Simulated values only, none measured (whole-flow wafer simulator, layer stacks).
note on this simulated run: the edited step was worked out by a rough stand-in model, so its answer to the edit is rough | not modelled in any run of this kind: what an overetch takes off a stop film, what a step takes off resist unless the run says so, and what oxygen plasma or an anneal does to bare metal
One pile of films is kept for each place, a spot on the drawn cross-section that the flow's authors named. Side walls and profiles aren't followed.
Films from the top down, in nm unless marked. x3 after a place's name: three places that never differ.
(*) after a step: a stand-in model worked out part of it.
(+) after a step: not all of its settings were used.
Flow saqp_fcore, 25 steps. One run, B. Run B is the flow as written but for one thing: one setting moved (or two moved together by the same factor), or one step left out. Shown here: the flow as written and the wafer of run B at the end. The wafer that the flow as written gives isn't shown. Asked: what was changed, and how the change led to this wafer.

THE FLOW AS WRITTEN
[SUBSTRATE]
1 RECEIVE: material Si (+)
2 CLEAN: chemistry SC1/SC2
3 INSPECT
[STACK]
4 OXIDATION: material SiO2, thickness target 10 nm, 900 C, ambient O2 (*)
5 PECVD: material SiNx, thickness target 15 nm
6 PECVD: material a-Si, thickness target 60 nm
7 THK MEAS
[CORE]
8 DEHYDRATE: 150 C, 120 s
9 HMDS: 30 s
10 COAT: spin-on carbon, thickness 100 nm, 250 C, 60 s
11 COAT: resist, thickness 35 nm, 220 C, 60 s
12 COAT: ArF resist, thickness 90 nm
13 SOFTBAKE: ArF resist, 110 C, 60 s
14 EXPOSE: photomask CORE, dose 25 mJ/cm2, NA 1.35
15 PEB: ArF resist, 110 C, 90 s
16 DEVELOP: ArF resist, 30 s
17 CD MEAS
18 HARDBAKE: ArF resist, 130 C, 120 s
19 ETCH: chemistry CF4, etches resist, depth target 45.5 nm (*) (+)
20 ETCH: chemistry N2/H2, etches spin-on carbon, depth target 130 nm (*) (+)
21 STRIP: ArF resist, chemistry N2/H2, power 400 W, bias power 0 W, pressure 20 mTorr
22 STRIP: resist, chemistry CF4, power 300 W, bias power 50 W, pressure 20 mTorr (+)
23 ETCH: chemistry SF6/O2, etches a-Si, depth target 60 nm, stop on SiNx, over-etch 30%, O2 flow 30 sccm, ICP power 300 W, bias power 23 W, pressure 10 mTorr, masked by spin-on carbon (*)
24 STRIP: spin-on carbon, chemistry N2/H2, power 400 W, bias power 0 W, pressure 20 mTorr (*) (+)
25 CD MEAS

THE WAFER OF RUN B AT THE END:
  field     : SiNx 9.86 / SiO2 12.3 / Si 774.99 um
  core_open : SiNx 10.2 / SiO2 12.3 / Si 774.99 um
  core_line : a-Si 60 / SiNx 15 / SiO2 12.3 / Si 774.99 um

The cause: step 4, OXIDATION: thickness target 12.3 nm was run, where the flow has thickness target 10 nm.
It can be read off the wafer: field has SiO2 12.3, and step 4 as written asks for 10 nm.

How the change led to this, step by step:
  4 OXIDATION: material SiO2, thickness target 10 nm, 900 C, ambient O2 (*)
      field, core_open, core_line: SiO2 +12.3 (new film), chemical SiO2 -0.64 (all of it), Si -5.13 (as written it would be: SiO2 +10 (new film), chemical SiO2 -0.64 (all of it), Si -4.12)
